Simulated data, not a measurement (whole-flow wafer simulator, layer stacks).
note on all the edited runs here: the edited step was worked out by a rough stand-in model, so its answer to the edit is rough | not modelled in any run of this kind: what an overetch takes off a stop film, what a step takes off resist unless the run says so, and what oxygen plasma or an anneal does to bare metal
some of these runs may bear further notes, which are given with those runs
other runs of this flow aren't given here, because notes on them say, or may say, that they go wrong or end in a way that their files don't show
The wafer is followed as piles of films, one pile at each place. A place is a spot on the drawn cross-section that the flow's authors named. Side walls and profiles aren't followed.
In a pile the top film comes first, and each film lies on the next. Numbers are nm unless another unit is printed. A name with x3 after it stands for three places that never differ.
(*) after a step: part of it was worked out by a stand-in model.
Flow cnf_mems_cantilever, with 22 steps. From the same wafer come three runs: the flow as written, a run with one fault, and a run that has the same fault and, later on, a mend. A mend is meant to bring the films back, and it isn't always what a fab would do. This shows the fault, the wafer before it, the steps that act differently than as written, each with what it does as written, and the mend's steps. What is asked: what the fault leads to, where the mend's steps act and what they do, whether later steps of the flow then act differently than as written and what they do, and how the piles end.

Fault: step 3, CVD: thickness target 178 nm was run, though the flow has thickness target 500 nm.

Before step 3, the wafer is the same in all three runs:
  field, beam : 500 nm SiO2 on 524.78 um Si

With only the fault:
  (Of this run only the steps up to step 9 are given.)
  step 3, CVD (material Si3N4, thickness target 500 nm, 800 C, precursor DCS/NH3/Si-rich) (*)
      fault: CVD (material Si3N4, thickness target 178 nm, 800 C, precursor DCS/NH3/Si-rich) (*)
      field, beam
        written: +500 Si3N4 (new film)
        fault: +178 Si3N4 (new film)
  Every later step of the flow up to step 9 that is run acts as written at every place that is followed.
  After step 9, at field, beam, the piles differ from the flow's by more than 2% or 0.5 nm, whichever is larger.
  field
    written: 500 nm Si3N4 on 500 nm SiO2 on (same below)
    fault: 178 nm Si3N4 on 500 nm SiO2 on (same below)
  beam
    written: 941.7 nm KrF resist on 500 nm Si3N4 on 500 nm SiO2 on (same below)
    fault: 941.7 nm KrF resist on 178 nm Si3N4 on 500 nm SiO2 on (same below)

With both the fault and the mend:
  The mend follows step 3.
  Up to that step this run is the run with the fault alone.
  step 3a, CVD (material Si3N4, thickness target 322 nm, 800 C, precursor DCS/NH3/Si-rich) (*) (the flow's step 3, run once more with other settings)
      field, beam
        +322 Si3N4
  Every later step of the flow that is run acts as written at every place that is followed.
  At every place that both follow, the piles at the end match the flow's.
